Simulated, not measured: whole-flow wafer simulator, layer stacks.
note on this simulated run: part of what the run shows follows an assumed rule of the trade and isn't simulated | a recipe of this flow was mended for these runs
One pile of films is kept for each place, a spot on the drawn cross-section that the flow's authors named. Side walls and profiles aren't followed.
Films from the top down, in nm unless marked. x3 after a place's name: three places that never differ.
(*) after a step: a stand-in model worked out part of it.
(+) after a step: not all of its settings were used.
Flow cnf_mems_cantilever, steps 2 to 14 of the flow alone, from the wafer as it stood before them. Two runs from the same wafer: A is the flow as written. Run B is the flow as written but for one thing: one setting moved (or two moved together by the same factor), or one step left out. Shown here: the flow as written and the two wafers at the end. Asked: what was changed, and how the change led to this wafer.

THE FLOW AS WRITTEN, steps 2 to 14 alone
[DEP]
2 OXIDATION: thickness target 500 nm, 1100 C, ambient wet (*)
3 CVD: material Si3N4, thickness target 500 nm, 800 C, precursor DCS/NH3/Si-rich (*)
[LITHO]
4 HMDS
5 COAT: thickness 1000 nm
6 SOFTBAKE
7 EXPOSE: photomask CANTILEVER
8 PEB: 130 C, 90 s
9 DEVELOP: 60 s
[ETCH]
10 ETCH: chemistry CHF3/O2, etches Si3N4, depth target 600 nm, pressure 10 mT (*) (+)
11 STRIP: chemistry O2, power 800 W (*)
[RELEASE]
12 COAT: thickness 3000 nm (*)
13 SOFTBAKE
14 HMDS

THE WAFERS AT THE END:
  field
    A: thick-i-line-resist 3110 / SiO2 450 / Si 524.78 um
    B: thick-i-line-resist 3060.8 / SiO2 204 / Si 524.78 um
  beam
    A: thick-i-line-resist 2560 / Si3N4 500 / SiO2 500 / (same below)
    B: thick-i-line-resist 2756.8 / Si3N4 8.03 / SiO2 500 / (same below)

The cause: step 3, CVD: 605 C was run, where the flow has 800 C.

How the change led to this, step by step:
  3 CVD: material Si3N4, thickness target 500 nm, 800 C, precursor DCS/NH3/Si-rich (*)
      field, beam: A Si3N4 +500 (new film) | B Si3N4 +8.03 (new film)
  10 ETCH: chemistry CHF3/O2, etches Si3N4, depth target 600 nm, pressure 10 mT (*) (+)
      field: A Si3N4 -500 (all of it), SiO2 -50 | B Si3N4 -8.03 (all of it), SiO2 -296
  12 COAT: thickness 3000 nm (*)
      beam: A thick-i-line-resist +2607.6 (new film) | B thick-i-line-resist +2780.9 (new film)
  13 SOFTBAKE
      field: A thick-i-line-resist +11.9 | B thick-i-line-resist +6.02
      beam: A thick-i-line-resist -47.6 | B thick-i-line-resist -24.1
